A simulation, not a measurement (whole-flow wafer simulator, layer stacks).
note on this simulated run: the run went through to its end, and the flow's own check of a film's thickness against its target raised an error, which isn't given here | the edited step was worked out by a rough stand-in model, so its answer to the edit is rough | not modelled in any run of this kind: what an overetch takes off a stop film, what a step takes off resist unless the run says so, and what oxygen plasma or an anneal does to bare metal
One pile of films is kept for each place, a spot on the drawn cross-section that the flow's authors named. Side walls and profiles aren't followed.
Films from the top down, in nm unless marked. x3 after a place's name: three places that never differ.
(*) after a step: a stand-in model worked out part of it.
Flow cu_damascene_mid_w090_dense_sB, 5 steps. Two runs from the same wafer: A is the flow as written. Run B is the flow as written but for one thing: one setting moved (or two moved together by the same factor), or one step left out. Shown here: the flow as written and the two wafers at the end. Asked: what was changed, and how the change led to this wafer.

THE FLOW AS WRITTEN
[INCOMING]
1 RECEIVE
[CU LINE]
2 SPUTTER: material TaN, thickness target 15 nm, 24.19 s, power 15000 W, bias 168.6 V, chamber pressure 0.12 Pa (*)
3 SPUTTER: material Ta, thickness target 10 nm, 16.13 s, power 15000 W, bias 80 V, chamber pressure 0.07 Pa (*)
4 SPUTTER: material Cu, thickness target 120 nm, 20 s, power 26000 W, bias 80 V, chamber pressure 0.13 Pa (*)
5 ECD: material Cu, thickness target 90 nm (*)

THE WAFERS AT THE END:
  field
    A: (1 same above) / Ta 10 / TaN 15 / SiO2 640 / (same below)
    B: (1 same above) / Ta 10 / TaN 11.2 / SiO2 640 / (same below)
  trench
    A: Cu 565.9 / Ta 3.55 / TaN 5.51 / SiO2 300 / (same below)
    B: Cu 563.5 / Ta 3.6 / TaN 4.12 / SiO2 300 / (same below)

The cause: step 2, SPUTTER: thickness target 11.2 nm was run, where the flow has thickness target 15 nm; step 2, SPUTTER: 18.14 s was run, where the flow has 24.19 s.
It can be read off the wafer: field has TaN 11.2, and step 2 as written asks for 15 nm.

How the change led to this, step by step:
  2 SPUTTER: material TaN, thickness target 15 nm, 24.19 s, power 15000 W, bias 168.6 V, chamber pressure 0.12 Pa (*)
      field: A TaN +15 (new film) | B TaN +11.2 (new film)
      trench: A TaN +5.51 (new film) | B TaN +4.12 (new film)
